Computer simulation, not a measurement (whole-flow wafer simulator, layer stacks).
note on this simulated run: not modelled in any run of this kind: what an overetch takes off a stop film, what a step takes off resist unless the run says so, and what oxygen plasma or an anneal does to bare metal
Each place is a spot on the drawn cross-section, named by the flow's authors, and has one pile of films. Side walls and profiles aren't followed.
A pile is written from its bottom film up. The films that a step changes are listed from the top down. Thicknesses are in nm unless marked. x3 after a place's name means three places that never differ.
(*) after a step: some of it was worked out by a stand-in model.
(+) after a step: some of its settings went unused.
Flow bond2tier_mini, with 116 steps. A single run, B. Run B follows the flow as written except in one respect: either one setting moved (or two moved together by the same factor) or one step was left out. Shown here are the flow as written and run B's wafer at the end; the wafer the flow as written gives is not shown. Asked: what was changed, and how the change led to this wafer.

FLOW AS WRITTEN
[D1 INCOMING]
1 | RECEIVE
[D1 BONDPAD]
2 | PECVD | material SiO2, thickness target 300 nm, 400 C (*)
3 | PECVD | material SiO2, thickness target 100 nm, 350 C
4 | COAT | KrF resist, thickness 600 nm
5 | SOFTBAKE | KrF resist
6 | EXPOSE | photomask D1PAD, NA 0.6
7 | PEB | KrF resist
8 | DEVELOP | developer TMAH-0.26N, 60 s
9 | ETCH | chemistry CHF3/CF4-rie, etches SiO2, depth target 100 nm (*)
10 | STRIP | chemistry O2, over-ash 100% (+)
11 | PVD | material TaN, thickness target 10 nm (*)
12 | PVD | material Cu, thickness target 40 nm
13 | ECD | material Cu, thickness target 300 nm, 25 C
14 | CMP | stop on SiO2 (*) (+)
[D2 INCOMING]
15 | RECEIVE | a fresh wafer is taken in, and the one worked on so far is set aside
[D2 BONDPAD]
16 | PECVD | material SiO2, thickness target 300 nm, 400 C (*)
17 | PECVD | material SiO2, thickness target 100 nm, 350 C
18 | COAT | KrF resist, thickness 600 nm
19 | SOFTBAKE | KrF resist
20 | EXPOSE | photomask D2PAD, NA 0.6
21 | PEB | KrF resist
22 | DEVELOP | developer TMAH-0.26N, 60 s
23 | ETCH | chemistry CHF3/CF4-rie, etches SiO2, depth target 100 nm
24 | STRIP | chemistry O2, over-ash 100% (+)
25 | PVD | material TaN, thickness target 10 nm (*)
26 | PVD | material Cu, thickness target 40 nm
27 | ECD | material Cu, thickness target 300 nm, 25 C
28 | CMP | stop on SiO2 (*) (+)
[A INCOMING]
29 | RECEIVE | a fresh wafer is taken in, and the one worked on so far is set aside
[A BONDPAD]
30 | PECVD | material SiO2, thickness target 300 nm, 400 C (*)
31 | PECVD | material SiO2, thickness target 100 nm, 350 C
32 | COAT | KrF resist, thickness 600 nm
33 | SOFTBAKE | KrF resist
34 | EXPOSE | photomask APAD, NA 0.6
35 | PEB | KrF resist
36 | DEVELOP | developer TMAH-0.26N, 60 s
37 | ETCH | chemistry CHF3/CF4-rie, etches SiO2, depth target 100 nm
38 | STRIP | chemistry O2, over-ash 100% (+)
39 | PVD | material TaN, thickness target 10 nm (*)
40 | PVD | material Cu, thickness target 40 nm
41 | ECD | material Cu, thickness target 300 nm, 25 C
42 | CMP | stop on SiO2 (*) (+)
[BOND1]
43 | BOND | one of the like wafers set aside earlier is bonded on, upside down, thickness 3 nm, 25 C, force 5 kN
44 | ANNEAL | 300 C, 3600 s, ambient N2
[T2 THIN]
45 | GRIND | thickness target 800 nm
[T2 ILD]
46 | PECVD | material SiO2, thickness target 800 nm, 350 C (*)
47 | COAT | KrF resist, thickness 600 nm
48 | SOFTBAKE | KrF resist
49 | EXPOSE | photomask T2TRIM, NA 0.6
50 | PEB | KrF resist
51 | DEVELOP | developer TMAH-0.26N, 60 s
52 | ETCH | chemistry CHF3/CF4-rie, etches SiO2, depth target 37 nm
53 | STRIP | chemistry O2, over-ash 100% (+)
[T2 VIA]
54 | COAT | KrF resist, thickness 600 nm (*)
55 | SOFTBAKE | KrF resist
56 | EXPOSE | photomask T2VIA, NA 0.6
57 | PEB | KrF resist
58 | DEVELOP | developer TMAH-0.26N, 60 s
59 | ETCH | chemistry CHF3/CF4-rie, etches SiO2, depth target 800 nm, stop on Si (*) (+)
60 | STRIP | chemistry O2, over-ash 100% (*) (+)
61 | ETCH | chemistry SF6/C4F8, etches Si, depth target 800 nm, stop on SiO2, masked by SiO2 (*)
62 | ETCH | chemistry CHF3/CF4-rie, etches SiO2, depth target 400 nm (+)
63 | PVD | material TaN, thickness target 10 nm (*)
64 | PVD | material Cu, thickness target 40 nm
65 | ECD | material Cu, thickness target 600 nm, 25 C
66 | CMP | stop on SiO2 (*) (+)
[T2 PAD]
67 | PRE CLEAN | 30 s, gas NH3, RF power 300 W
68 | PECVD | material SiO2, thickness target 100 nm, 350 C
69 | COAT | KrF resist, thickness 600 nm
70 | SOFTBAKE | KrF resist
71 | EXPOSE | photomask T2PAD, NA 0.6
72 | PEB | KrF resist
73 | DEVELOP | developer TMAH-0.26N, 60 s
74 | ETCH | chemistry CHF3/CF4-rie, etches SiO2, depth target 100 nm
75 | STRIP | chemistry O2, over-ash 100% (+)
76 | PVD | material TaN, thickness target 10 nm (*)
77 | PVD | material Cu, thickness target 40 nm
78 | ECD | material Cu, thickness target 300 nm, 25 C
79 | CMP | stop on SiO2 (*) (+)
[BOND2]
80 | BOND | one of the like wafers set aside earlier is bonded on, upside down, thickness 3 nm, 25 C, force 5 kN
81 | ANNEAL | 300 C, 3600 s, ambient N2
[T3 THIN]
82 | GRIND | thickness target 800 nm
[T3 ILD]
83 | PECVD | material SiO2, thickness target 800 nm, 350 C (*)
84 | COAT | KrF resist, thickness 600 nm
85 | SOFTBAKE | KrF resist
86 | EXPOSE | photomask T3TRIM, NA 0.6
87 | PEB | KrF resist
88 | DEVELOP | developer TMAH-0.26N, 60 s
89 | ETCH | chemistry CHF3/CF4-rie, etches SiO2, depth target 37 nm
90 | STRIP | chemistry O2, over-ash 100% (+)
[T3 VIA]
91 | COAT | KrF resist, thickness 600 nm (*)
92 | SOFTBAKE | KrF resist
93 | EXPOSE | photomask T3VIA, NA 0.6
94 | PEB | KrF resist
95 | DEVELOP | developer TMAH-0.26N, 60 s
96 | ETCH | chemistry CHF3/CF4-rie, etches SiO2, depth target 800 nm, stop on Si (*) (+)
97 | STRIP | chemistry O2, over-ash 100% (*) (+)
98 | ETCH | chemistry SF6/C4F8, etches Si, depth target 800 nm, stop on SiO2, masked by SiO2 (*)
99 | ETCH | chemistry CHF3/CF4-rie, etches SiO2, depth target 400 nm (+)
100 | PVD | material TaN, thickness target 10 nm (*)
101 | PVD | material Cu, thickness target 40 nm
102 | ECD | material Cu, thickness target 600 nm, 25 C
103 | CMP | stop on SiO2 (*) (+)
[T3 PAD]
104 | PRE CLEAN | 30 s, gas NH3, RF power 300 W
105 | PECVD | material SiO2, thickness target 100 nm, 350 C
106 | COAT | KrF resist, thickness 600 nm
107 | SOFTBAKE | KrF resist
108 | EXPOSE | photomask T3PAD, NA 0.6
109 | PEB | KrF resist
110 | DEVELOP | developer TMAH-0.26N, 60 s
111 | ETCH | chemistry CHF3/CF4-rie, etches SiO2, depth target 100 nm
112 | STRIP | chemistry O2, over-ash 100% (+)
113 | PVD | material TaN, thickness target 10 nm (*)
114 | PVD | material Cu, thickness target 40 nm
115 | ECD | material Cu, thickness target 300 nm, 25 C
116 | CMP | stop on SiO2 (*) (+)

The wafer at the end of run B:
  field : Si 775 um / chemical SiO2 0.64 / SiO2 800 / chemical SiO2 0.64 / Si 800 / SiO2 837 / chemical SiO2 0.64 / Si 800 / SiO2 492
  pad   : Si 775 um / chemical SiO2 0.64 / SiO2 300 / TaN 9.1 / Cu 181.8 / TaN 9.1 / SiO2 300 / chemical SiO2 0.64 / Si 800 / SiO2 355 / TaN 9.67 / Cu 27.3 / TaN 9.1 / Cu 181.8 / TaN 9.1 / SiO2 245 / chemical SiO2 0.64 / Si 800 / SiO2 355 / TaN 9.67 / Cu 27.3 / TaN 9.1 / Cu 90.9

The reason: step 17, PECVD: thickness target 45 nm was run, though the flow has thickness target 100 nm.

Step by step, how the change led to this:
  17 | PECVD | material SiO2, thickness target 100 nm, 350 C
      field, pad, via: SiO2 gains 45 (as written it would have been: SiO2 gains 100)
  80 | BOND | one of the like wafers set aside earlier is bonded on, upside down, thickness 3 nm, 25 C, force 5 kN
      field: Si gains 775 um (new film), chemical SiO2 gains 0.64 (new film), SiO2 gains 345 (as written it would have been: Si gains 775 um (new film), chemical SiO2 gains 0.64 (new film), SiO2 gains 400)
      pad: Si gains 775 um (new film), chemical SiO2 gains 0.64 (new film), SiO2 gains 245 (new film), TaN gains 9.1 (new film), Cu gains 90.9 (as written it would have been: Si gains 775 um (new film), chemical SiO2 gains 0.64 (new film), SiO2 gains 300 (new film), TaN gains 9.1 (new film), Cu gains 90.9)
